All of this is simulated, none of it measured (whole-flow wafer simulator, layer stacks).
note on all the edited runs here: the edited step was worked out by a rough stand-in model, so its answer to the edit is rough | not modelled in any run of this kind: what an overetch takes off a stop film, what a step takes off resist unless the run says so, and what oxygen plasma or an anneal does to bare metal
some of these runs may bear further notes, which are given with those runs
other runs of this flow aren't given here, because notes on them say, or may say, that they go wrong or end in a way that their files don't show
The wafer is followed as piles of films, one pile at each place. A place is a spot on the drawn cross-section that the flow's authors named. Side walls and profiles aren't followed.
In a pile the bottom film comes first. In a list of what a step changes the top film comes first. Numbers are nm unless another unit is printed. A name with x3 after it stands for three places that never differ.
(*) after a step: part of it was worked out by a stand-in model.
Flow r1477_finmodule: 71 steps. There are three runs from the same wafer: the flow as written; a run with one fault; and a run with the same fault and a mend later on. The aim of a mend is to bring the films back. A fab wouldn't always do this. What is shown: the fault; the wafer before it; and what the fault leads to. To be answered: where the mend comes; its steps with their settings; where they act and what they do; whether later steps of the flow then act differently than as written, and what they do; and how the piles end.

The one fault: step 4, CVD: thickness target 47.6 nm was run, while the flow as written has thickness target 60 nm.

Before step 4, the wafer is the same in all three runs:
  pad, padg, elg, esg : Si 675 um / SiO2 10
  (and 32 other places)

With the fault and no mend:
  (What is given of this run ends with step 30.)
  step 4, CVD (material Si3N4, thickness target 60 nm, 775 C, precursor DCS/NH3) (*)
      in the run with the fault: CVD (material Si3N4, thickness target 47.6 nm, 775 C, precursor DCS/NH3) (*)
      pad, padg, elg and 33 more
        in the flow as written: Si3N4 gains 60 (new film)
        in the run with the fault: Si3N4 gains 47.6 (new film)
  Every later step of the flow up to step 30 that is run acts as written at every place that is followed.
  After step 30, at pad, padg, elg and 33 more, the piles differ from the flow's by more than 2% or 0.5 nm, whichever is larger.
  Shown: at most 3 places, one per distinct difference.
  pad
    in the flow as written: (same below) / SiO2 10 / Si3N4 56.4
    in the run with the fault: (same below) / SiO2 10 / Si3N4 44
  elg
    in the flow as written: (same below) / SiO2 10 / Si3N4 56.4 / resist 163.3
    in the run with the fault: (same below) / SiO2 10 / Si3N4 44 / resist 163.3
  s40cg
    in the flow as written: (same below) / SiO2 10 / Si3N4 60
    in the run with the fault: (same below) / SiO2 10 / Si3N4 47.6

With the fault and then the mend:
  The mend stands after step 5.
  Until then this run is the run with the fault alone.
  step 5a, ETCH (chemistry h3po4, depth target 54.74 nm)
      pad, padg, elg and 33 more
        Si3N4 loses 47.6 (all of it)
  step 5b, CLEAN (chemistry SC1/SC2) (a further turn of the flow's step 2)
      alters no film at any place that is followed
  step 5c, CVD (material Si3N4, thickness target 60 nm, 775 C, precursor DCS/NH3) (*) (a further turn of the flow's step 4)
      pad, padg, elg and 33 more
        Si3N4 gains 60 (new film)
  Every later step of the flow that is run acts as written at every place that is followed.
  By the end, the piles equal the flow's at every place that both follow.
